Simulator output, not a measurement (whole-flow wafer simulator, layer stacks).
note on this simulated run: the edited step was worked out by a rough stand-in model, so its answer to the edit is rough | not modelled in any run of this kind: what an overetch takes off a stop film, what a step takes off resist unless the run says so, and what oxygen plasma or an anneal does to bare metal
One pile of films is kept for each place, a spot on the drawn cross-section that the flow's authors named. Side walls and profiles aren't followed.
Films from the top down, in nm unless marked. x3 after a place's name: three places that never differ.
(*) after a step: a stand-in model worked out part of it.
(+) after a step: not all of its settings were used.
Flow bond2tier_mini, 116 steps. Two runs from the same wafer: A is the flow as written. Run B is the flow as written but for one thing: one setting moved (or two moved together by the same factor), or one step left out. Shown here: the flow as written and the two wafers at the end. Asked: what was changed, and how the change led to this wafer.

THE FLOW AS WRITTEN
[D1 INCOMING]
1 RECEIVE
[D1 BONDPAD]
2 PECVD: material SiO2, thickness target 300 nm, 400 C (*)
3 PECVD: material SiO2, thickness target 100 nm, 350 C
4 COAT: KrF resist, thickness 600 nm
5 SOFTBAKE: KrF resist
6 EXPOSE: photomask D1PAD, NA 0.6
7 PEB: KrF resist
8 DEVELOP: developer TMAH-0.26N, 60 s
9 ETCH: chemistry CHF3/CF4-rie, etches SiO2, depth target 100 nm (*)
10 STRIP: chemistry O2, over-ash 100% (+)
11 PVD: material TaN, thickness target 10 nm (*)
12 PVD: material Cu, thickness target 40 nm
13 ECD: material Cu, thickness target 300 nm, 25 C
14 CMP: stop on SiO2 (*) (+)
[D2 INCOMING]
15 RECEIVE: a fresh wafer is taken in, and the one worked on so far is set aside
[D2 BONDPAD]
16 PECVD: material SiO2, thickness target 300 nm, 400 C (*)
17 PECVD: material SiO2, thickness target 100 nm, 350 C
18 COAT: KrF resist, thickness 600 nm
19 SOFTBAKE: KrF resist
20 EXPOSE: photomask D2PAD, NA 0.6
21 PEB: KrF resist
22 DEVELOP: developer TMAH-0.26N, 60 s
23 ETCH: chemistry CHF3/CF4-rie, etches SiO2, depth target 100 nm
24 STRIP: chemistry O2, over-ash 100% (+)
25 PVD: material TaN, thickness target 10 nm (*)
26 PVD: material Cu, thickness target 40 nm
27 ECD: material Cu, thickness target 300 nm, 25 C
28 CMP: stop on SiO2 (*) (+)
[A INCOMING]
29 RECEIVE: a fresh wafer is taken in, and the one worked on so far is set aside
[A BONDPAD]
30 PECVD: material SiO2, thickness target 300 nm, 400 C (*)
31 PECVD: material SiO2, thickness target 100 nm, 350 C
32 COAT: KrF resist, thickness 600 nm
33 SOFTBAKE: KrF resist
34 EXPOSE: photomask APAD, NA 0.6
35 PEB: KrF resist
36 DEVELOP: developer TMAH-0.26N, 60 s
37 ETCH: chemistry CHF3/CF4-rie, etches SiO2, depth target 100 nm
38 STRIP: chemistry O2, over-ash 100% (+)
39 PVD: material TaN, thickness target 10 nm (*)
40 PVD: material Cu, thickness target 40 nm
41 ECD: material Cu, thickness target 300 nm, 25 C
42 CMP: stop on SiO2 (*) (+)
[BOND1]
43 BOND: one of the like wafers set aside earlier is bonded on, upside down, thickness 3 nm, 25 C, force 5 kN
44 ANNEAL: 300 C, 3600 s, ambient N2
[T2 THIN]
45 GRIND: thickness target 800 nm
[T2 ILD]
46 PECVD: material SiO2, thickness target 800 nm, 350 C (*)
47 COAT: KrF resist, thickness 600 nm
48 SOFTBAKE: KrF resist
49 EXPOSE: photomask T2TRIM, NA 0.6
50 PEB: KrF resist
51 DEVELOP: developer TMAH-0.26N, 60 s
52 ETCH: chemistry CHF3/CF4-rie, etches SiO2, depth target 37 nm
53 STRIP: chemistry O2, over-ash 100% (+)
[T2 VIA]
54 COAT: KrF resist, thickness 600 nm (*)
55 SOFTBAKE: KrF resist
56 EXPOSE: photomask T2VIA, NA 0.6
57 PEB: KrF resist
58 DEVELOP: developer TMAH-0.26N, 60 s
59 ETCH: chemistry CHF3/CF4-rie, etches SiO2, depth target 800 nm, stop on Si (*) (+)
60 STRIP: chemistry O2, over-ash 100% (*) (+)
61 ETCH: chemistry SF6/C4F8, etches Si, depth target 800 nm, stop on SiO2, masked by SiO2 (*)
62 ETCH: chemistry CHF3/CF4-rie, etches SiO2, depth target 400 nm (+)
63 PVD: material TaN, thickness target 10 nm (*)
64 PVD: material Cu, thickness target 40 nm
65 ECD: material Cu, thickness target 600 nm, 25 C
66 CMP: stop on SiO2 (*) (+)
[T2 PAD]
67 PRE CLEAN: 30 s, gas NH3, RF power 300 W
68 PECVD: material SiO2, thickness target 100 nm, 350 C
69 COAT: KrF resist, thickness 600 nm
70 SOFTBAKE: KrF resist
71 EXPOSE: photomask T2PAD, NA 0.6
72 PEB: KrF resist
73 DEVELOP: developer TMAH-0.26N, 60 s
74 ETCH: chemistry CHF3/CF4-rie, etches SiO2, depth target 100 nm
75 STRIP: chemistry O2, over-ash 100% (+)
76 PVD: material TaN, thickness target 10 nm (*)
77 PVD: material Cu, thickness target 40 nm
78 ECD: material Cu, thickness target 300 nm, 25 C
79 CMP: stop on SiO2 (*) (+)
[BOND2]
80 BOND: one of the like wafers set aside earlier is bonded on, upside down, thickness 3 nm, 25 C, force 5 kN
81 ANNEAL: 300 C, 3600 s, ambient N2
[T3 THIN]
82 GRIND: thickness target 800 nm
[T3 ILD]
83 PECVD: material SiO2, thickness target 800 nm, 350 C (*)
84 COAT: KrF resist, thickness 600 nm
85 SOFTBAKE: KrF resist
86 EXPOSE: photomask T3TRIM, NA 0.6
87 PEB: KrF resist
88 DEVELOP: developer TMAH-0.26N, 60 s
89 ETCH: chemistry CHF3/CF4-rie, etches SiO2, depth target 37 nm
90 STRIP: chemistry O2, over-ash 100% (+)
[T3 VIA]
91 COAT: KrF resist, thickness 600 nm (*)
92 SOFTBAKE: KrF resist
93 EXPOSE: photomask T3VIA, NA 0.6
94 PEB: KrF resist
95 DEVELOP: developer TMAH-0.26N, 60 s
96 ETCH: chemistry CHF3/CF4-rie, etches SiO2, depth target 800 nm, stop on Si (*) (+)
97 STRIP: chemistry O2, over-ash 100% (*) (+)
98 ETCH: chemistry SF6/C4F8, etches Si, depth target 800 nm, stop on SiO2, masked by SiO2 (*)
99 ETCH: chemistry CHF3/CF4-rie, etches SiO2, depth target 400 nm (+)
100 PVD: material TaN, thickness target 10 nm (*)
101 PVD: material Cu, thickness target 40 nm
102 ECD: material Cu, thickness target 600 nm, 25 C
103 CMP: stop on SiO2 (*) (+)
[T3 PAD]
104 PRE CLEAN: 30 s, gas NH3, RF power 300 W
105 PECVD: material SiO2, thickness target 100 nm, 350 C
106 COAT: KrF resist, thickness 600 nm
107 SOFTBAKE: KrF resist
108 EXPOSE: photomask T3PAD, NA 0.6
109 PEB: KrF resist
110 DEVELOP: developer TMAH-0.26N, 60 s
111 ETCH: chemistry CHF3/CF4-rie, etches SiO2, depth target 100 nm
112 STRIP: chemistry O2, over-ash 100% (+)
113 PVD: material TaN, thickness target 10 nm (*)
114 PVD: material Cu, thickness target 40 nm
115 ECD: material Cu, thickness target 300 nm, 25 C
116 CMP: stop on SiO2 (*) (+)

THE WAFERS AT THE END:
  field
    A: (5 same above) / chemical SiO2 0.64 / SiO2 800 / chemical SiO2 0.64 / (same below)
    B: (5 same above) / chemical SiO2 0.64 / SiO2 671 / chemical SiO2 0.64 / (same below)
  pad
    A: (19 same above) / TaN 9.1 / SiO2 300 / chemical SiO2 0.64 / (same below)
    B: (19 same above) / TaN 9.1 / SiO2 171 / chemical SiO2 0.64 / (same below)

The cause: step 30, PECVD: thickness target 171 nm was run, where the flow has thickness target 300 nm.
It can be read off the wafer: pad has SiO2 171, and step 30 as written asks for 300 nm.

How the change led to this, step by step:
  30 PECVD: material SiO2, thickness target 300 nm, 400 C (*)
      field, pad, via: A SiO2 +300 (new film) | B SiO2 +171 (new film)
